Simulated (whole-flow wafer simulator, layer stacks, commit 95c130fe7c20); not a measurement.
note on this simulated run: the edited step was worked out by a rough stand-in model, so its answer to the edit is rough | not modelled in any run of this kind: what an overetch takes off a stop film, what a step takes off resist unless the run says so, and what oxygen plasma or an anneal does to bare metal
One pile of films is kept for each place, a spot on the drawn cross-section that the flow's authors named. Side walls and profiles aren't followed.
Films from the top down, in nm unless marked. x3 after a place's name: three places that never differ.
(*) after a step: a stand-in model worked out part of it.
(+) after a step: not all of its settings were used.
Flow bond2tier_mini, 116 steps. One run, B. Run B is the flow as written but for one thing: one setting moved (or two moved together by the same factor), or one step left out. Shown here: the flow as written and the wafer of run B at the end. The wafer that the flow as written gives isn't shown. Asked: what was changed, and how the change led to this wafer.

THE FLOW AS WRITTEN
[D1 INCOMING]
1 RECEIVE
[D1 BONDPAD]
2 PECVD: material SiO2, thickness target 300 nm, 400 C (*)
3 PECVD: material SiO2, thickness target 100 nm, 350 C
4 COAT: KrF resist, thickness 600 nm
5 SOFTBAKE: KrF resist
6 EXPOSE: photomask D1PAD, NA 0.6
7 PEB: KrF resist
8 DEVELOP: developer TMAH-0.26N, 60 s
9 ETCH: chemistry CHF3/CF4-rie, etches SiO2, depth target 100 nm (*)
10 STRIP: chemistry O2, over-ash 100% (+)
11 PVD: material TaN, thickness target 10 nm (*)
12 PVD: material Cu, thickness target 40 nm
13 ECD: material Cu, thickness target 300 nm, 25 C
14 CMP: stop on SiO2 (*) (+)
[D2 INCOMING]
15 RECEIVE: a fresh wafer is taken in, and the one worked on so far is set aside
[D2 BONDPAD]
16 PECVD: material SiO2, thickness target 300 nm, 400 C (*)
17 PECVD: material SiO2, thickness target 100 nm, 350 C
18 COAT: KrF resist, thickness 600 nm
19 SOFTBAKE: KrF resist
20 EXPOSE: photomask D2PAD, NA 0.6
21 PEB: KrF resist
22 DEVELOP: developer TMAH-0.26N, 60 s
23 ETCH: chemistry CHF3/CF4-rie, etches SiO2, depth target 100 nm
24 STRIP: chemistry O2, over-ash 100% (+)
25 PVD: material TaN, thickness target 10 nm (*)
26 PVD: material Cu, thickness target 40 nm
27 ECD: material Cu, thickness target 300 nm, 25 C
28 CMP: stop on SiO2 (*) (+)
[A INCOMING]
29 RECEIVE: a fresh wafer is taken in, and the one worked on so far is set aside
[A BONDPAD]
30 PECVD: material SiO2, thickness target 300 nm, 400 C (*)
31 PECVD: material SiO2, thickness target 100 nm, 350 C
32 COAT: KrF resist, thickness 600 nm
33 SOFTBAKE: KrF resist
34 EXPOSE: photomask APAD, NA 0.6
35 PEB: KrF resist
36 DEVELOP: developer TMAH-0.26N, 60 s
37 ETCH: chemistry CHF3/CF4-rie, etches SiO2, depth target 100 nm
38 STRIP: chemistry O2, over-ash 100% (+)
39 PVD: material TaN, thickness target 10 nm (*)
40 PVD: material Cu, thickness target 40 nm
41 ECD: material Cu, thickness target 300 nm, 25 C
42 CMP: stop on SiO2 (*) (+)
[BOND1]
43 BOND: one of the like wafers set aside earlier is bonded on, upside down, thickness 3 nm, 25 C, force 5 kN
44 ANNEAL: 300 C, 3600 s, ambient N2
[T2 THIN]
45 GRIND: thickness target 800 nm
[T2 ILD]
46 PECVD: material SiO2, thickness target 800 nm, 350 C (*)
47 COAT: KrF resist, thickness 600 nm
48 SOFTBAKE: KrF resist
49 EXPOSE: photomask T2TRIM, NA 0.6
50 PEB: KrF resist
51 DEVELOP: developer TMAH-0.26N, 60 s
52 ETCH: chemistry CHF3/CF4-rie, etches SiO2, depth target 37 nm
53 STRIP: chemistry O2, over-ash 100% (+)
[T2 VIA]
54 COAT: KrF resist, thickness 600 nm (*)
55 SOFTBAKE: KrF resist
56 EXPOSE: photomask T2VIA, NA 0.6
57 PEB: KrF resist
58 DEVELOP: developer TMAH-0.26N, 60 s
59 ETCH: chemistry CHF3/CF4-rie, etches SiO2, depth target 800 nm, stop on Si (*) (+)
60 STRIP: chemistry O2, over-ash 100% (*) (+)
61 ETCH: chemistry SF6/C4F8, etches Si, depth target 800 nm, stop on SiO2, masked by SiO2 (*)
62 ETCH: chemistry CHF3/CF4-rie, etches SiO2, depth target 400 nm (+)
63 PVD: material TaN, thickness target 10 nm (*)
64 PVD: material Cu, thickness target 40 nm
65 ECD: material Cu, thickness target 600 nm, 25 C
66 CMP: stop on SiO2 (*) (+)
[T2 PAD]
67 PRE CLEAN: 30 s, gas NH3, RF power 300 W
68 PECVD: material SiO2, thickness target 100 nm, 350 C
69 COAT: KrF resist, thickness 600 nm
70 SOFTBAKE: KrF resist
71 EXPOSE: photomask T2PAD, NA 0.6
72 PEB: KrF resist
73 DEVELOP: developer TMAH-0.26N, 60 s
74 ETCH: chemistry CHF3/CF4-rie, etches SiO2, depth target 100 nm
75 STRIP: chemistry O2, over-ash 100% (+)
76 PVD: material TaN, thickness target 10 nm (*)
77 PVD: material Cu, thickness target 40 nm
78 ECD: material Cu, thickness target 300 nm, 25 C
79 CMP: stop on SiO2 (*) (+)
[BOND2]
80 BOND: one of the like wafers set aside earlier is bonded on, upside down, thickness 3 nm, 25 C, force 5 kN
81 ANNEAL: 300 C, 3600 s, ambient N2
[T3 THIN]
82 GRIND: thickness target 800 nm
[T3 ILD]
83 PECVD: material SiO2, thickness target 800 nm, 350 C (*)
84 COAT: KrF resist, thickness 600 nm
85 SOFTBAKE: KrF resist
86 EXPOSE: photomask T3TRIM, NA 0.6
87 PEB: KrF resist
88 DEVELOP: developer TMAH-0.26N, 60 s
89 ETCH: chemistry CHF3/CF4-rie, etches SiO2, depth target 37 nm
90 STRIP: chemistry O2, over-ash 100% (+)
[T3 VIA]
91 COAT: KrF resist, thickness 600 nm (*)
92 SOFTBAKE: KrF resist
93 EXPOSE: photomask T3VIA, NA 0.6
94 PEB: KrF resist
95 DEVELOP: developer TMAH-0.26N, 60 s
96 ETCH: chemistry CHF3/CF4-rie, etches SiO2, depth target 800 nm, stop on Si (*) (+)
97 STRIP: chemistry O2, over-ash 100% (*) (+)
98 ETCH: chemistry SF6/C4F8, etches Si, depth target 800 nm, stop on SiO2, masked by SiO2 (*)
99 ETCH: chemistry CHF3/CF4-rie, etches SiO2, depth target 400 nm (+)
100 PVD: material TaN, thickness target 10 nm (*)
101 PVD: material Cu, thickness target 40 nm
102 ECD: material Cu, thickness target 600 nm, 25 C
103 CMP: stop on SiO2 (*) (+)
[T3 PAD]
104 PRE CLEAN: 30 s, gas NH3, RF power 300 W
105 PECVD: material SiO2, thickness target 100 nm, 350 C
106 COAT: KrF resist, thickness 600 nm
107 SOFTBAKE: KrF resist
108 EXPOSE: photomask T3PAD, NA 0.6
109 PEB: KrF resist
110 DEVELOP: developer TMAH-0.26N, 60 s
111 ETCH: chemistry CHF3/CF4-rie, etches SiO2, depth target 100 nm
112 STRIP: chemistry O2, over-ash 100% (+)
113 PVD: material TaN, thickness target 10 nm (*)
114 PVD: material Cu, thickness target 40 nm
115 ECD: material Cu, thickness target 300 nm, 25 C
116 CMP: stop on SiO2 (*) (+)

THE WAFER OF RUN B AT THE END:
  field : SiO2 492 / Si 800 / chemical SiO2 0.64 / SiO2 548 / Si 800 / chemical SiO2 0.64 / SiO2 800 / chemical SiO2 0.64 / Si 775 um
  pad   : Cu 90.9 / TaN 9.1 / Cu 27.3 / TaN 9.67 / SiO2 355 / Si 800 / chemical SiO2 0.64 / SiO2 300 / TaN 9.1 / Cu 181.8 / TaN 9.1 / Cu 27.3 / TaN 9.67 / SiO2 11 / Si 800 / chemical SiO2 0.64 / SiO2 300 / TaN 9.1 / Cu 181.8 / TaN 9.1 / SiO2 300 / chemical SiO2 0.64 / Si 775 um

The cause: step 46, PECVD: thickness target 456 nm was run, where the flow has thickness target 800 nm.

How the change led to this, step by step:
  46 PECVD: material SiO2, thickness target 800 nm, 350 C (*)
      field, pad, via: SiO2 +456 (new film) (as written it would be: SiO2 +800 (new film))
  59 ETCH: chemistry CHF3/CF4-rie, etches SiO2, depth target 800 nm, stop on Si (*) (+)
      field, pad: KrF resist -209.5 (as written it would be: KrF resist -266.7)
      via: SiO2 -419 (all of it) (as written it would be: SiO2 -763 (all of it))
  60 STRIP: chemistry O2, over-ash 100% (*) (+)
      field: KrF resist -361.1 (all of it) (as written it would be: KrF resist -303.9 (all of it))
      pad: KrF resist -393.1 (all of it) (as written it would be: KrF resist -336 (all of it))
